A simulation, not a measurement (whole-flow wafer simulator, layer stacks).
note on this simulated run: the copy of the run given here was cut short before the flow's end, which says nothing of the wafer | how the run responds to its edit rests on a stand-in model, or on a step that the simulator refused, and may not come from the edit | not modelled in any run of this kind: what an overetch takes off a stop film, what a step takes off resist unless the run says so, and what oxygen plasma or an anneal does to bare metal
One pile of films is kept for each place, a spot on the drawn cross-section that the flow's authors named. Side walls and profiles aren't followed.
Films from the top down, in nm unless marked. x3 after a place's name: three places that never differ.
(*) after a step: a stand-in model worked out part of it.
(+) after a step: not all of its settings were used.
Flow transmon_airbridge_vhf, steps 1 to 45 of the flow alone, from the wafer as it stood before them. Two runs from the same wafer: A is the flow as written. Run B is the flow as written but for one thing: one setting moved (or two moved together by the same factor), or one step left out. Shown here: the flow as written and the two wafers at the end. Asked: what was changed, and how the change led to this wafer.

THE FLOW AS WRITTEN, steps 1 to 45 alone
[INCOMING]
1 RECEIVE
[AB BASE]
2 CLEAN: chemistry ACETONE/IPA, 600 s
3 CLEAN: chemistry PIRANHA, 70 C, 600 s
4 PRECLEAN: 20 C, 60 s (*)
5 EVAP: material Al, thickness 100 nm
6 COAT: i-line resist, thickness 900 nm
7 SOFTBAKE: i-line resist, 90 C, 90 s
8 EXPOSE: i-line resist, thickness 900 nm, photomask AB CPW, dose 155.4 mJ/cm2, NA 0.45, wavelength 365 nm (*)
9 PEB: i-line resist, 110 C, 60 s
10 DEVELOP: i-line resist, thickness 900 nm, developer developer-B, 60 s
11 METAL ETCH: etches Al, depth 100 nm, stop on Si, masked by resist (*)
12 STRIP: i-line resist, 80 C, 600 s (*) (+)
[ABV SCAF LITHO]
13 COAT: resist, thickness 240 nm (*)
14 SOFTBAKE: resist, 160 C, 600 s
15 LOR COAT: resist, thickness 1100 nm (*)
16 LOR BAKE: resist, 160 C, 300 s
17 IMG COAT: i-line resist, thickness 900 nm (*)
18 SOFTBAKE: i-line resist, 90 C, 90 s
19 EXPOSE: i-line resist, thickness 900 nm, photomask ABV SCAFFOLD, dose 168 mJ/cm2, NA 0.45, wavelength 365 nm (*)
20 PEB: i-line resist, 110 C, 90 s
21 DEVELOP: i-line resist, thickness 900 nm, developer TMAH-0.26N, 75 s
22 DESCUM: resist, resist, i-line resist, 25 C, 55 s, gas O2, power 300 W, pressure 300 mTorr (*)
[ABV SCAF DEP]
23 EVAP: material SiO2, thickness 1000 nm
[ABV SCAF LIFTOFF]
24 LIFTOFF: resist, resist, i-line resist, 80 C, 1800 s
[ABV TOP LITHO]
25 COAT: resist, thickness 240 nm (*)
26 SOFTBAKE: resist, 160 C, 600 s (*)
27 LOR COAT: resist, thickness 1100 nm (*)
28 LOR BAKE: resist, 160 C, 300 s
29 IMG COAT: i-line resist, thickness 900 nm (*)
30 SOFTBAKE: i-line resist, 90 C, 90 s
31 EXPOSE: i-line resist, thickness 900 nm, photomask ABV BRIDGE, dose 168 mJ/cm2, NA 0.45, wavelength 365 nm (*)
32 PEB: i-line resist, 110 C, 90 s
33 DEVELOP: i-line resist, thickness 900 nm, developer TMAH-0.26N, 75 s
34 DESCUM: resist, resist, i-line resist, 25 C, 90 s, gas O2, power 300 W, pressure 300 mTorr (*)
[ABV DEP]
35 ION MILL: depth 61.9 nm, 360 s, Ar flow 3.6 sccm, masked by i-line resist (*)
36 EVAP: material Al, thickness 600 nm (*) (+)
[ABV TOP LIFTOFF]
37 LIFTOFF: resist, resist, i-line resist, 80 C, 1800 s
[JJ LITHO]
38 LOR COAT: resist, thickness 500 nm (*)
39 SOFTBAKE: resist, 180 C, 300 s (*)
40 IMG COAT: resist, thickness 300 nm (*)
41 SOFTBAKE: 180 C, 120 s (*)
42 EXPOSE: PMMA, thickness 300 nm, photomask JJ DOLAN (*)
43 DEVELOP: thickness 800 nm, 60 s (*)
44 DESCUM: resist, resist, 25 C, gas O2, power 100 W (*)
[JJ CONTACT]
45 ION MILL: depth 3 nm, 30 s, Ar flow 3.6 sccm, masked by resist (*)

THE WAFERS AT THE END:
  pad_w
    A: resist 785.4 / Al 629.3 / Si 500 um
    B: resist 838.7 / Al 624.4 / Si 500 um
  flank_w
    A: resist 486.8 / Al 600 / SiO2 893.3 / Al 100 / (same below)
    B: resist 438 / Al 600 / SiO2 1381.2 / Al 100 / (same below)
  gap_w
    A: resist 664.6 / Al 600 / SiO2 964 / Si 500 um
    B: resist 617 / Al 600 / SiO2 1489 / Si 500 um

The cause: step 23, EVAP: thickness 1525 nm was run, where the flow has thickness 1000 nm.

How the change led to this, step by step:
  23 EVAP: material SiO2, thickness 1000 nm
      field x3, jj_line, ground_far and 10 more: A SiO2 +1000 (new film) | B SiO2 +1525 (new film)
      flank_w, flank_e: A SiO2 +929.3 (new film) | B SiO2 +1417.2 (new film)
  24 LIFTOFF: resist, resist, i-line resist, 80 C, 1800 s
      field x3, jj_line, trace_open_s x2: A SiO2 -1000 (all of it), i-line resist -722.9 (all of it), resist -1340 (all of it) | B SiO2 -1525 (all of it), i-line resist -722.9 (all of it), resist -1340 (all of it)
      pad_w, pad_e: A SiO2 -1000 (all of it), i-line resist -718 (all of it), resist -1330.2 (all of it) | B SiO2 -1525 (all of it), i-line resist -718 (all of it), resist -1330.2 (all of it)
      (and at 1 more place)
  25 COAT: resist, thickness 240 nm (*)
      flank_w, flank_e: A resist +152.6 (new film) | B resist +135.3 (new film)
      gap_w, gap_e: A resist +210.7 (new film) | B resist +188.9 (new film)
      (and at 6 more places)
  27 LOR COAT: resist, thickness 1100 nm (*)
      gap_w, gap_e: A resist +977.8 | B resist +909.3
      margin_s, margin_n: A resist +823.4 | B resist +711.9
      (and at 6 more places)
  29 IMG COAT: i-line resist, thickness 900 nm (*)
      gap_w, gap_e: A i-line resist +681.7 (new film) | B i-line resist +565.8 (new film)
      margin_s, margin_n: A i-line resist +603.2 (new film) | B i-line resist +439.5 (new film)
      (and at 7 more places)
  32 PEB: i-line resist, 110 C, 90 s
      pad_w, pad_e: A i-line resist -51 | B i-line resist -53.5
      flank_w, flank_e: A i-line resist -38.3 | B i-line resist -32.8
      (and at 7 more places)
  33 DEVELOP: i-line resist, thickness 900 nm, developer TMAH-0.26N, 75 s
      gap_w, gap_e: A i-line resist -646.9 (all of it), resist -977.8 | B i-line resist -537.1 (all of it), resist -909.3
      pad_w: A i-line resist -937.2 (all of it), resist -1247.8 | B i-line resist -981.5 (all of it), resist -1329.6
      (and at 5 more places)
  34 DESCUM: resist, resist, i-line resist, 25 C, 90 s, gas O2, power 300 W, pressure 300 mTorr (*)
      flank_w, flank_e: A resist -152.6 (all of it) | B resist -135.3 (all of it)
      gap_w, gap_e: A resist -210.7 (all of it) | B resist -188.9 (all of it)
      (and at 4 more places)
  37 LIFTOFF: resist, resist, i-line resist, 80 C, 1800 s
      margin_s, margin_n: A Al -600 (all of it), i-line resist -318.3 (all of it), resist -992 (all of it) | B Al -600 (all of it), i-line resist -163.3 (all of it), resist -851.8 (all of it)
      ground_far: A Al -600 (all of it), i-line resist -717.9 (all of it), resist -1384.9 (all of it) | B Al -600 (all of it), i-line resist -782.9 (all of it), resist -1398.4 (all of it)
  38 LOR COAT: resist, thickness 500 nm (*)
      pad_w, pad_e: A resist +517 (new film) | B resist +551.7 (new film)
      flank_w, flank_e: A resist +306.5 (new film) | B resist +273 (new film)
      (and at 6 more places)
  40 IMG COAT: resist, thickness 300 nm (*)
      pad_w, pad_e: A resist +300.1 | B resist +318.8
      flank_w, flank_e: A resist +212.1 | B resist +196.7
      (and at 6 more places)
